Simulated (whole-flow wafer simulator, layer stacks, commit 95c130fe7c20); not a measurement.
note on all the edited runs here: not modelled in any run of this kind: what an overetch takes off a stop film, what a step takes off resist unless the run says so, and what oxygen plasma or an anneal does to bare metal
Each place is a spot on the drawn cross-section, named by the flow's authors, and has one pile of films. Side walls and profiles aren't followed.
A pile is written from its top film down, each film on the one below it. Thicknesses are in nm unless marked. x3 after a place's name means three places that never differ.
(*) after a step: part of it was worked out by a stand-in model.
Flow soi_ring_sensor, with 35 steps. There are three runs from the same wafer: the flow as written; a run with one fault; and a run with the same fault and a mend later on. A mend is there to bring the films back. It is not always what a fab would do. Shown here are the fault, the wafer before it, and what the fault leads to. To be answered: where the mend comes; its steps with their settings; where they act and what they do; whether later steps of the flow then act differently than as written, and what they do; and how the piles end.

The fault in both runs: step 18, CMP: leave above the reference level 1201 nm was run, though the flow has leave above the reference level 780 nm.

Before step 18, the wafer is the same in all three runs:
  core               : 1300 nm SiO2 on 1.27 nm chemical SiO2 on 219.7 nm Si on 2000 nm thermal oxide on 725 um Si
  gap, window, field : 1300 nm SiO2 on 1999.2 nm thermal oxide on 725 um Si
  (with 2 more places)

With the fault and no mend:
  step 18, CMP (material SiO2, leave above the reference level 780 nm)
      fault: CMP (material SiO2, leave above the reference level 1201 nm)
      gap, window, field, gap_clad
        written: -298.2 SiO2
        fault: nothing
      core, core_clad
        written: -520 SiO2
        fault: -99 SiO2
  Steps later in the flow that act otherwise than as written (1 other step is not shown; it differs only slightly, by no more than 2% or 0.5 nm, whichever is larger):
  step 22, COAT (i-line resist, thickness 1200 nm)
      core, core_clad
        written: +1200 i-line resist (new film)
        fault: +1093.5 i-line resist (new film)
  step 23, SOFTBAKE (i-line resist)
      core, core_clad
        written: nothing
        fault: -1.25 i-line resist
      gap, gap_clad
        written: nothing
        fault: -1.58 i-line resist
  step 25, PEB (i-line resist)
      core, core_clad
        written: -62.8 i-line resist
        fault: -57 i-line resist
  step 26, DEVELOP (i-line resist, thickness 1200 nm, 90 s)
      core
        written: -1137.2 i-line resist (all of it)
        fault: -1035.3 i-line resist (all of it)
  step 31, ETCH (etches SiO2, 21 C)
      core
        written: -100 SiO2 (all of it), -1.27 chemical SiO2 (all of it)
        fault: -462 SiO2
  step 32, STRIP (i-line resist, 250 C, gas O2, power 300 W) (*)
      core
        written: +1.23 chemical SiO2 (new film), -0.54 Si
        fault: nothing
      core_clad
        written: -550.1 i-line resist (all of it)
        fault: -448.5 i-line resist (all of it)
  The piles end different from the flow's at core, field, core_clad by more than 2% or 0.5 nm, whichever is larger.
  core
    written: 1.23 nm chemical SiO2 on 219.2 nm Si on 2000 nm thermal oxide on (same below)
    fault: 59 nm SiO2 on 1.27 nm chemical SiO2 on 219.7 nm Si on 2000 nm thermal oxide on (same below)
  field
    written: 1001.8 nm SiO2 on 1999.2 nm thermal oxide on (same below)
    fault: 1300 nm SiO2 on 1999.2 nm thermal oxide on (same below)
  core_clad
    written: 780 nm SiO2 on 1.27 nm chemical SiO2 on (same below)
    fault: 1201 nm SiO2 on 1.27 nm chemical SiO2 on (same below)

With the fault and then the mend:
  The mend stands after step 19.
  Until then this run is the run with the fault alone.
  step 19a, CMP (material SiO2, leave above the reference level 780 nm) (the flow's step 18 again)
      gap, window, field, gap_clad
        -298.2 SiO2
      core, core_clad
        -421 SiO2
  None of the later steps of the flow acts differently than as written at any place that is followed.
  The piles end the same as the flow's at every place that both follow.
